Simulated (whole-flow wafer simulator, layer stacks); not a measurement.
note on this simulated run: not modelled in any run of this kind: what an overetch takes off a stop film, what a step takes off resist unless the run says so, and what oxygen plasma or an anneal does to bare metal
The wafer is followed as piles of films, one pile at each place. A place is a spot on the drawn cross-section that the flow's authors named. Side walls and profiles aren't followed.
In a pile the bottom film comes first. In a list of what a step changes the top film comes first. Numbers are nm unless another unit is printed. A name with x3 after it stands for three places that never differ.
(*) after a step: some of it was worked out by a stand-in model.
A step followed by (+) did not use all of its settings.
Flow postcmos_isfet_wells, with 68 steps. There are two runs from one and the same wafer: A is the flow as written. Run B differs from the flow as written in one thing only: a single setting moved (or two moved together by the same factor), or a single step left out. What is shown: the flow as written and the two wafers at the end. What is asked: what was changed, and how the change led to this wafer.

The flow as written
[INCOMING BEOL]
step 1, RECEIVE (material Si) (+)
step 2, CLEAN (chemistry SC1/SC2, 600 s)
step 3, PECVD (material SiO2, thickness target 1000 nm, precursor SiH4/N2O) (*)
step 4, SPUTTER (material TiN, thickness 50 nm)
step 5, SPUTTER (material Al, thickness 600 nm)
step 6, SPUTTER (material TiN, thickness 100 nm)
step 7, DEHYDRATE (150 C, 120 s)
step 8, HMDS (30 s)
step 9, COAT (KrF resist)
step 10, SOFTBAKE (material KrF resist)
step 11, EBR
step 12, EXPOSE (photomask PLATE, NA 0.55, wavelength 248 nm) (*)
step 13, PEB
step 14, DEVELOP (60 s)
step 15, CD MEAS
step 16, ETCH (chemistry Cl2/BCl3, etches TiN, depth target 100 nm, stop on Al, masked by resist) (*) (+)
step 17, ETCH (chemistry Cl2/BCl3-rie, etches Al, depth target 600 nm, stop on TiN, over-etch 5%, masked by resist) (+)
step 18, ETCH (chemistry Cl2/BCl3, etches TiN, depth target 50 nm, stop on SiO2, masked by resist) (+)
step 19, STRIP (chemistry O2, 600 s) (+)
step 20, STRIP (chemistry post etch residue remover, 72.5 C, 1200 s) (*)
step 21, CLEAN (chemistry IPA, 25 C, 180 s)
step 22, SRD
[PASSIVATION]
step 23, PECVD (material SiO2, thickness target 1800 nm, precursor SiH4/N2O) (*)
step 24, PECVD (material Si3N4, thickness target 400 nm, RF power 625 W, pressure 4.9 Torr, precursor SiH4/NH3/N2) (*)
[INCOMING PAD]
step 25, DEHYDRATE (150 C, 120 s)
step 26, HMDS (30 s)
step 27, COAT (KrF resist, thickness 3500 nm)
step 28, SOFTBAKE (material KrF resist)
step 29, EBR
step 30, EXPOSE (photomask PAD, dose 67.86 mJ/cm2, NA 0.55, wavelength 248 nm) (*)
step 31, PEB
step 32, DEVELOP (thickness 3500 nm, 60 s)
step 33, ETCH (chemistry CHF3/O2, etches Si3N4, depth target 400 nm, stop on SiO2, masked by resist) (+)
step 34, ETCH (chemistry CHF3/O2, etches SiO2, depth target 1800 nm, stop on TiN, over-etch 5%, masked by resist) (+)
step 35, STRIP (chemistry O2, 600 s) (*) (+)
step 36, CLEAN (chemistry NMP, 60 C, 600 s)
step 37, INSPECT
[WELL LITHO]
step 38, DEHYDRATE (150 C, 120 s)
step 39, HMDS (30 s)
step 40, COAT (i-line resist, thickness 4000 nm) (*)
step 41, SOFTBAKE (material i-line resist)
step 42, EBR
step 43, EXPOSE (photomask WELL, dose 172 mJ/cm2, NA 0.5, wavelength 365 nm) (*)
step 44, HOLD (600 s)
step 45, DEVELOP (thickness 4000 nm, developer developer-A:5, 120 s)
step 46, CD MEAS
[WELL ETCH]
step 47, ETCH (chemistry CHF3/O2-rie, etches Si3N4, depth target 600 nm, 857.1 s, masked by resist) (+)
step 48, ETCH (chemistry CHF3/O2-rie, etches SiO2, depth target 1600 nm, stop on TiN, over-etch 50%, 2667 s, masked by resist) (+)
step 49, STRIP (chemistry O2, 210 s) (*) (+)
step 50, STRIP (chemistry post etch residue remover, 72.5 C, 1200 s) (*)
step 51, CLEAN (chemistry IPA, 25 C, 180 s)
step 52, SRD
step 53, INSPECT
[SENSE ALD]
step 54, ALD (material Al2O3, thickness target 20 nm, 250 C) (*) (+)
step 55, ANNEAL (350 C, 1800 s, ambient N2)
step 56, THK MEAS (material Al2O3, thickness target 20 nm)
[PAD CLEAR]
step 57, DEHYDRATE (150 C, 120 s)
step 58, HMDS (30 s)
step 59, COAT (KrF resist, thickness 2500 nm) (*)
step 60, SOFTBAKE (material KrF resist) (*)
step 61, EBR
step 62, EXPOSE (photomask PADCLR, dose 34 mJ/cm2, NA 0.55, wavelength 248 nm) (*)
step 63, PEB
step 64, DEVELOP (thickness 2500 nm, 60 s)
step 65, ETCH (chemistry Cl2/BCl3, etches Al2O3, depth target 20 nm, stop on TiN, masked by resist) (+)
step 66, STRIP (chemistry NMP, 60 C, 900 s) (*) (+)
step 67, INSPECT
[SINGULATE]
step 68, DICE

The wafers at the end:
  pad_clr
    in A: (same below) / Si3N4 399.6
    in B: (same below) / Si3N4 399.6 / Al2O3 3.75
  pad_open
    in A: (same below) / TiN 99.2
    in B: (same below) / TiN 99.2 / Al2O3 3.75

The reason: step 65, ETCH: depth target 16.25 nm was run, whereas the flow has depth target 20 nm.

How this came from the change, step by step:
  step 65, ETCH (chemistry Cl2/BCl3, etches Al2O3, depth target 20 nm, stop on TiN, masked by resist) (+)
      pad_clr, pad_open: A -20 Al2O3 (all of it) | B -16.2 Al2O3
      field, margin, pad_rim: A -25 KrF resist | B -20.3 KrF resist
